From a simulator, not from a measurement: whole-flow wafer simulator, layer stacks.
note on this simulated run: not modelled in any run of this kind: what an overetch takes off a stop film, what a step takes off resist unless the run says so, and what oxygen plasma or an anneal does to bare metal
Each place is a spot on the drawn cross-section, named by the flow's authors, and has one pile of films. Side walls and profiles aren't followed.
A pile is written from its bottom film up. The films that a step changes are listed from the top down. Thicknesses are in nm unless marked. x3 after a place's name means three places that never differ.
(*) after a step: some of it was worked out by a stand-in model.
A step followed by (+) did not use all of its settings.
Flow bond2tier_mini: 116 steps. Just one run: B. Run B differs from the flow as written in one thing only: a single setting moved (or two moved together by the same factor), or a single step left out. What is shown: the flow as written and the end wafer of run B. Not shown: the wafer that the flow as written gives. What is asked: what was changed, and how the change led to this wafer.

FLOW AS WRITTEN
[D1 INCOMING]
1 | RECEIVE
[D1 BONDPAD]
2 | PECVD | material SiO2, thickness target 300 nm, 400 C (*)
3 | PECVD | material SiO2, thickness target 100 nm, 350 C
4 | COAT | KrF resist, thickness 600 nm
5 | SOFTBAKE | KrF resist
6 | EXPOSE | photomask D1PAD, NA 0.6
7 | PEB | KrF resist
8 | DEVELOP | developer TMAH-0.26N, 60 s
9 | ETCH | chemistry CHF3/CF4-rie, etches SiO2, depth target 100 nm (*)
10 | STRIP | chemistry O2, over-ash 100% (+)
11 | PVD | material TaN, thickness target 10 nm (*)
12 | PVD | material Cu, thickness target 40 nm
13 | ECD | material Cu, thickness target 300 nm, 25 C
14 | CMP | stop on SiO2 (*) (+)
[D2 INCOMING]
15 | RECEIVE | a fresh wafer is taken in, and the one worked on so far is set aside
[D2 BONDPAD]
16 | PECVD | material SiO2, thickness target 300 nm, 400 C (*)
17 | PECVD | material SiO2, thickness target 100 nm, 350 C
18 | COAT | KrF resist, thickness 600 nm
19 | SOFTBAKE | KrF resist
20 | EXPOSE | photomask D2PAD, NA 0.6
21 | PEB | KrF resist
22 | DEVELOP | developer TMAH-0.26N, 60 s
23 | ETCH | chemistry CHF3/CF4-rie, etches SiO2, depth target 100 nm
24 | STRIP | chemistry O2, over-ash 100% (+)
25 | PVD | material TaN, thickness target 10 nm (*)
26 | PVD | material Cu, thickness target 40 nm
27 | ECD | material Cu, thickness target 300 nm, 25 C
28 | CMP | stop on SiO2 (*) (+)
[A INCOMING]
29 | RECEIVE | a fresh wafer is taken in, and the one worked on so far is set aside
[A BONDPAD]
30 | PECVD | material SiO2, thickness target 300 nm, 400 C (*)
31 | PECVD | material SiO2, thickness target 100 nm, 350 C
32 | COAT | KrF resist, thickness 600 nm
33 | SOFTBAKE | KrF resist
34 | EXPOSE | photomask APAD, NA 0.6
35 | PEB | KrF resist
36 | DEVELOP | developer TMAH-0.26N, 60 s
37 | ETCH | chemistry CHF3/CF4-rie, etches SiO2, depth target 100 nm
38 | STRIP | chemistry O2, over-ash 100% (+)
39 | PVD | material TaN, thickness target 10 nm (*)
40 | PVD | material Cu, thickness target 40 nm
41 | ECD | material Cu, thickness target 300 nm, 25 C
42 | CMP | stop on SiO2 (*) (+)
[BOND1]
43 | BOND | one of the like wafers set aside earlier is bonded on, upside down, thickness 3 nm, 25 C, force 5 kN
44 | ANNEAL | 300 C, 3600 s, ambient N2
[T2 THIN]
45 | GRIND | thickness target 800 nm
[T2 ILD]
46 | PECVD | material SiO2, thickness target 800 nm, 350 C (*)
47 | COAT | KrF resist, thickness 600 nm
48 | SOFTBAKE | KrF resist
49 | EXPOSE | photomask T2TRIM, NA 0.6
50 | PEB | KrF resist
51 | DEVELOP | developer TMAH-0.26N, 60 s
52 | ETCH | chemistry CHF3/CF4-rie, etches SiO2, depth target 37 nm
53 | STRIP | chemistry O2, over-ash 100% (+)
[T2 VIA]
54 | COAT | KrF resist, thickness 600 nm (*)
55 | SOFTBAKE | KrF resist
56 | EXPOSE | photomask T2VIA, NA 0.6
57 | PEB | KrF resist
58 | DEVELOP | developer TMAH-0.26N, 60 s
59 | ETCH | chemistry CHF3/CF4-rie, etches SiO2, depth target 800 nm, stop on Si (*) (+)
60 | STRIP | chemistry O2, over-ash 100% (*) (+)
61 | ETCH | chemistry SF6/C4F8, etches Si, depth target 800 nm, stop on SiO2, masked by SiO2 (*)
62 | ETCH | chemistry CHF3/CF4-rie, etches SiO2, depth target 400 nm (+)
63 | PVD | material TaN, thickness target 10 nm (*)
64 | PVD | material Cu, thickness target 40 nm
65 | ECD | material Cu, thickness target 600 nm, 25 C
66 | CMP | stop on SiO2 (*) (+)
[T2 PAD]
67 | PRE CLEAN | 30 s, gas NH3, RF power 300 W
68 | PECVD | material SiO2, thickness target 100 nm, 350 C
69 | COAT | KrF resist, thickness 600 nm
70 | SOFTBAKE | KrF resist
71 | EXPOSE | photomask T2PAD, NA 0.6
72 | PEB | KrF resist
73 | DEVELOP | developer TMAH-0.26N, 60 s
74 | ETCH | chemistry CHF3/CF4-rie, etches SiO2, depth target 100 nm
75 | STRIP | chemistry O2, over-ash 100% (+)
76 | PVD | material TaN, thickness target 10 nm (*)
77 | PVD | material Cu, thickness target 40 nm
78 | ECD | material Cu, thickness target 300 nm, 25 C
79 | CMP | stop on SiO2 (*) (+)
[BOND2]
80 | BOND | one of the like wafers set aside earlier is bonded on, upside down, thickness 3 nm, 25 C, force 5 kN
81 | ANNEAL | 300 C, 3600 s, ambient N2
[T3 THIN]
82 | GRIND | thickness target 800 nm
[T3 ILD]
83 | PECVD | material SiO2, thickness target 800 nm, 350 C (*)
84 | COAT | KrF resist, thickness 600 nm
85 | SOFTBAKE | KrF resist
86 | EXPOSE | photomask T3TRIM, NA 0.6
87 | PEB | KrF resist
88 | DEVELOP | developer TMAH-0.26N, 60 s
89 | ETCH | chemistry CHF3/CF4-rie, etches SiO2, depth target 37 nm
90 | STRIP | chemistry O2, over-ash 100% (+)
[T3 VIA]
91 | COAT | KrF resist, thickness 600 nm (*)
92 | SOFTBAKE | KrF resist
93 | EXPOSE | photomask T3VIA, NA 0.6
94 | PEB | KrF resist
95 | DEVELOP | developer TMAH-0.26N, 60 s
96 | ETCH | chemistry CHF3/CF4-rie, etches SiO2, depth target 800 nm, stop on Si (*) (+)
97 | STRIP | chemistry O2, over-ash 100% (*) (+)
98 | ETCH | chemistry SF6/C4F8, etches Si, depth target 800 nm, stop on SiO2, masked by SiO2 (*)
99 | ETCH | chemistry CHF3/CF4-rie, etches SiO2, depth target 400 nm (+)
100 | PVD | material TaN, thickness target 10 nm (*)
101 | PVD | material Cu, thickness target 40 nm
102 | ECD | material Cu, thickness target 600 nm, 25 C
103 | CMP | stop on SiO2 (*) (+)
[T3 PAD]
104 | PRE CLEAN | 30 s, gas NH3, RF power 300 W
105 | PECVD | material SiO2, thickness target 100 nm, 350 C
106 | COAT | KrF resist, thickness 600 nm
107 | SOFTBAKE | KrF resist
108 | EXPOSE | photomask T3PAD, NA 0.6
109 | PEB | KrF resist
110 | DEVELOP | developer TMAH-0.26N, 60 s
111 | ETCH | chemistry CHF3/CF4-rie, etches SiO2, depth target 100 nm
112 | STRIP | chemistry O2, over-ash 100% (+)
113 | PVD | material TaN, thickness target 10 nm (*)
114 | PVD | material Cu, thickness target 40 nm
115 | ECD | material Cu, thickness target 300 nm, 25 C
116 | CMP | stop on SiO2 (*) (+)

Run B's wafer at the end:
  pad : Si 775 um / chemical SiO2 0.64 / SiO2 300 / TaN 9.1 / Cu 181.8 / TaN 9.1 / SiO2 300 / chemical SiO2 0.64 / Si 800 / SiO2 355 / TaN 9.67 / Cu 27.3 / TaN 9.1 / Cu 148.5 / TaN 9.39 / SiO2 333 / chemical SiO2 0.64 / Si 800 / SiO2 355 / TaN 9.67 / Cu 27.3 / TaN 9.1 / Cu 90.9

What caused this: step 23, ETCH: depth target 67 nm was run, whereas the flow has depth target 100 nm.

The path from the change to this, step by step:
  23 | ETCH | chemistry CHF3/CF4-rie, etches SiO2, depth target 100 nm
      pad, via: -67 SiO2 (it would be, as written: -100 SiO2)
      field: -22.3 KrF resist (it would be, as written: -33.3 KrF resist)
  26 | PVD | material Cu, thickness target 40 nm
      pad: +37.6 Cu (new film) (it would be, as written: +36.4 Cu (new film))
  27 | ECD | material Cu, thickness target 300 nm, 25 C
      pad: +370 Cu (it would be, as written: +404.5 Cu)
      via: +367.1 Cu (it would be, as written: +400.2 Cu)
  80 | BOND | one of the like wafers set aside earlier is bonded on, upside down, thickness 3 nm, 25 C, force 5 kN
      pad: +775 um Si (new film), +0.64 chemical SiO2 (new film), +333 SiO2 (new film), +9.39 TaN (new film), +57.6 Cu (it would be, as written: +775 um Si (new film), +0.64 chemical SiO2 (new film), +300 SiO2 (new film), +9.1 TaN (new film), +90.9 Cu)
